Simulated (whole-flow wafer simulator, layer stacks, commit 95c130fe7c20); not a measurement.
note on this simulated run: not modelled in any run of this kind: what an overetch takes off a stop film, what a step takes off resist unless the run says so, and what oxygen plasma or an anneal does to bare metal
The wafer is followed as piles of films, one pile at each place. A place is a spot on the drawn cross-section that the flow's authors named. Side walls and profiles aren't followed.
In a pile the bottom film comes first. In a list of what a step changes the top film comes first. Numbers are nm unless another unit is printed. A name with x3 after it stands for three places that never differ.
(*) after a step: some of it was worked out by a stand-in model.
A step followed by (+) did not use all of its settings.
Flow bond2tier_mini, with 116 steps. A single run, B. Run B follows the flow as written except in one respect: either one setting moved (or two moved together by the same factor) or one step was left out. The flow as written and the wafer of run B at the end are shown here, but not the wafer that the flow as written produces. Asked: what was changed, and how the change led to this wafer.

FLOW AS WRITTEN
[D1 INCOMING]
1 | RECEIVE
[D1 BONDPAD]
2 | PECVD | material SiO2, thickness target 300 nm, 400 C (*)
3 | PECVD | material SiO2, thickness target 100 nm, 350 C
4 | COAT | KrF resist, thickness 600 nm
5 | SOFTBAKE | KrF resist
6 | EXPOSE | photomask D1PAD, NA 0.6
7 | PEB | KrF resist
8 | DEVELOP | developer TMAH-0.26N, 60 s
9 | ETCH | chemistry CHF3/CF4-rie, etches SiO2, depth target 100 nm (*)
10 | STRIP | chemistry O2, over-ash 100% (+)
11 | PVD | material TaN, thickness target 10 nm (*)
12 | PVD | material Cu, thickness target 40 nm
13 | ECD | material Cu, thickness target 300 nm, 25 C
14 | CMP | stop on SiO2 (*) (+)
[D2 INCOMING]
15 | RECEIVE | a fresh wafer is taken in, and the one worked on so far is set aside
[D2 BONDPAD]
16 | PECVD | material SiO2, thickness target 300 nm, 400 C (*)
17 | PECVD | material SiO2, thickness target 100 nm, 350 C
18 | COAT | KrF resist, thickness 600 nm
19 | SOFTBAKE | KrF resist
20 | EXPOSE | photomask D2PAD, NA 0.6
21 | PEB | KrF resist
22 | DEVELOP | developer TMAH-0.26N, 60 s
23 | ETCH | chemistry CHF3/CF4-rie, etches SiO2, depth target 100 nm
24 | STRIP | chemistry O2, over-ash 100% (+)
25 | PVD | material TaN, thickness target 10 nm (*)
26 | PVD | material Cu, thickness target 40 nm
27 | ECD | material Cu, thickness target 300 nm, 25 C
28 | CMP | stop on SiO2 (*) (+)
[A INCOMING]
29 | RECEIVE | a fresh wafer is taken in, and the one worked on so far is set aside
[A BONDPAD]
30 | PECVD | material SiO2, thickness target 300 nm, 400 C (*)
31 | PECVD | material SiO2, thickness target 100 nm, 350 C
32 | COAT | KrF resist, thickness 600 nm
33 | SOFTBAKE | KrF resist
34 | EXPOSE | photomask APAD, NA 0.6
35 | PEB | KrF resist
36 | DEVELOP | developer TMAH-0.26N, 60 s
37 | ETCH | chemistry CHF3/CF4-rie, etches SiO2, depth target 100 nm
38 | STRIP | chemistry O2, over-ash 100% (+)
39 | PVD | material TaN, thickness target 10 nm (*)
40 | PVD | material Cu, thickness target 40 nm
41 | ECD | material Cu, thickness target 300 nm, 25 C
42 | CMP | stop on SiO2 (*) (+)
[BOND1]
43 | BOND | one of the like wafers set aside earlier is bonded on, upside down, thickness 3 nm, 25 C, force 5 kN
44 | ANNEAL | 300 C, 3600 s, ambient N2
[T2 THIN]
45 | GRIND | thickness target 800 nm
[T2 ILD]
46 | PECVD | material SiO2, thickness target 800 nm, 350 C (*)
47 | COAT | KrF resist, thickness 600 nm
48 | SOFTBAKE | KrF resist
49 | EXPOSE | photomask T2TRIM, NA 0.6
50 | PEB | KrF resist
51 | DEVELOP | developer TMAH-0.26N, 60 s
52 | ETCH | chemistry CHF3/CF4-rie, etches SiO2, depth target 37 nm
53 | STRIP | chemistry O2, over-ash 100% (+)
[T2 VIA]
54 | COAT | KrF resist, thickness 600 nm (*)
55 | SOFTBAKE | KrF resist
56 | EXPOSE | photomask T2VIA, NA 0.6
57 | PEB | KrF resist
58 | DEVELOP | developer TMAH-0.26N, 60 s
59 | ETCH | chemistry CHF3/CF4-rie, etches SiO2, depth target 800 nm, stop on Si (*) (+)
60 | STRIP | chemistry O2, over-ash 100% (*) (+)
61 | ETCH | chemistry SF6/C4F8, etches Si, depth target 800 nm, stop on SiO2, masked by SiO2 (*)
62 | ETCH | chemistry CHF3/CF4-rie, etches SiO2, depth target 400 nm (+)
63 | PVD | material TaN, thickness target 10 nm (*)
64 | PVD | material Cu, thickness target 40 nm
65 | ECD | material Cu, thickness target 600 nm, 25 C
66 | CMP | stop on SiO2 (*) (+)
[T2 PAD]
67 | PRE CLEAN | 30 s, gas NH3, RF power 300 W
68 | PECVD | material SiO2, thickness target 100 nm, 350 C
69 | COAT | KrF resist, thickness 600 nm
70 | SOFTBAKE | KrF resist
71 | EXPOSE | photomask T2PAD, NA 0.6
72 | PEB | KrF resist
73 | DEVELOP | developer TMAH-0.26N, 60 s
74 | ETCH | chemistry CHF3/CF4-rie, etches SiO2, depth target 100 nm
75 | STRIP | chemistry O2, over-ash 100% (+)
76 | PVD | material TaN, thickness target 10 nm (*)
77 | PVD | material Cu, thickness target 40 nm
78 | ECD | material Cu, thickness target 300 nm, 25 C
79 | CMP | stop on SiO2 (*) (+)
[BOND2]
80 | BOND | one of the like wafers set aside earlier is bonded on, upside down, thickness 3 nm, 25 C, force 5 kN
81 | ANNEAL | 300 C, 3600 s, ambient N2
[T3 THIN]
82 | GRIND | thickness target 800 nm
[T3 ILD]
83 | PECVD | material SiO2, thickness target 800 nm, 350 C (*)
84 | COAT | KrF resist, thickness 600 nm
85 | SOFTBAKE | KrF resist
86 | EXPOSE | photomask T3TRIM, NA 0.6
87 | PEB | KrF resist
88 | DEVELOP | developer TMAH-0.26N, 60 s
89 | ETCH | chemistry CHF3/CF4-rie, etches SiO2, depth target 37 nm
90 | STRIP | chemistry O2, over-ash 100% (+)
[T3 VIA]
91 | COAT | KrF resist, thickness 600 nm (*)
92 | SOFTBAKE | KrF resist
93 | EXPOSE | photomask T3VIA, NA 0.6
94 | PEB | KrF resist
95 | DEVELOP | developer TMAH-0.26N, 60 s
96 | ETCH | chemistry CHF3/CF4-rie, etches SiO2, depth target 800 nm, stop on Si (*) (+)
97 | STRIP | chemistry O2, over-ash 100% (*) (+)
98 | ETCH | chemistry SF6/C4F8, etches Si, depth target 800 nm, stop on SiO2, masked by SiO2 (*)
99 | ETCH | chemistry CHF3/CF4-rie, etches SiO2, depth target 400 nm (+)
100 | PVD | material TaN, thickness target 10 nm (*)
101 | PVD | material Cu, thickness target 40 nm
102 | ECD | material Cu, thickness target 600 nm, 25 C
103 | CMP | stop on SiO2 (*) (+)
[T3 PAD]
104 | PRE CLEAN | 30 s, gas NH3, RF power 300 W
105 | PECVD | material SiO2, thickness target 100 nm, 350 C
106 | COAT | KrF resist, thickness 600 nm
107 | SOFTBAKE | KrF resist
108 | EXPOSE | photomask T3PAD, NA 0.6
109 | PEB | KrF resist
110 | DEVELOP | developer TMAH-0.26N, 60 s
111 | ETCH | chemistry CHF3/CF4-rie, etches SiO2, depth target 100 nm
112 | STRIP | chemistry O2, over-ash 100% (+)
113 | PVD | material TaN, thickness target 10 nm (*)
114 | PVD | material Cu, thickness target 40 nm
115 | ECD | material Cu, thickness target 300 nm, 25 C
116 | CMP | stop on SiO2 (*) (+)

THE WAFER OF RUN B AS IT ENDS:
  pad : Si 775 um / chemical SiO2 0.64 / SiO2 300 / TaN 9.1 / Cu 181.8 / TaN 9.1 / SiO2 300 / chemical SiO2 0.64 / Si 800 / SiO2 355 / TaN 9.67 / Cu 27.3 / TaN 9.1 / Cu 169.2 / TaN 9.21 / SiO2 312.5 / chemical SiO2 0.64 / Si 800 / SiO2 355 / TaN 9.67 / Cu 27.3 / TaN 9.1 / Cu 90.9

Cause: step 23, ETCH: depth target 87.5 nm was run, while the flow as written has depth target 100 nm.

How this came from the change, step by step:
  23 | ETCH | chemistry CHF3/CF4-rie, etches SiO2, depth target 100 nm
      pad, via: SiO2 loses 87.5 (as written it would have been: SiO2 loses 100)
      field: KrF resist loses 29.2 (as written it would have been: KrF resist loses 33.3)
  27 | ECD | material Cu, thickness target 300 nm, 25 C
      pad: Cu gains 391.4 (as written it would have been: Cu gains 404.5)
      via: Cu gains 387.6 (as written it would have been: Cu gains 400.2)
  80 | BOND | one of the like wafers set aside earlier is bonded on, upside down, thickness 3 nm, 25 C, force 5 kN
      pad: Si gains 775 um (new film), chemical SiO2 gains 0.64 (new film), SiO2 gains 312.5 (new film), TaN gains 9.21 (new film), Cu gains 78.3 (as written it would have been: Si gains 775 um (new film), chemical SiO2 gains 0.64 (new film), SiO2 gains 300 (new film), TaN gains 9.1 (new film), Cu gains 90.9)
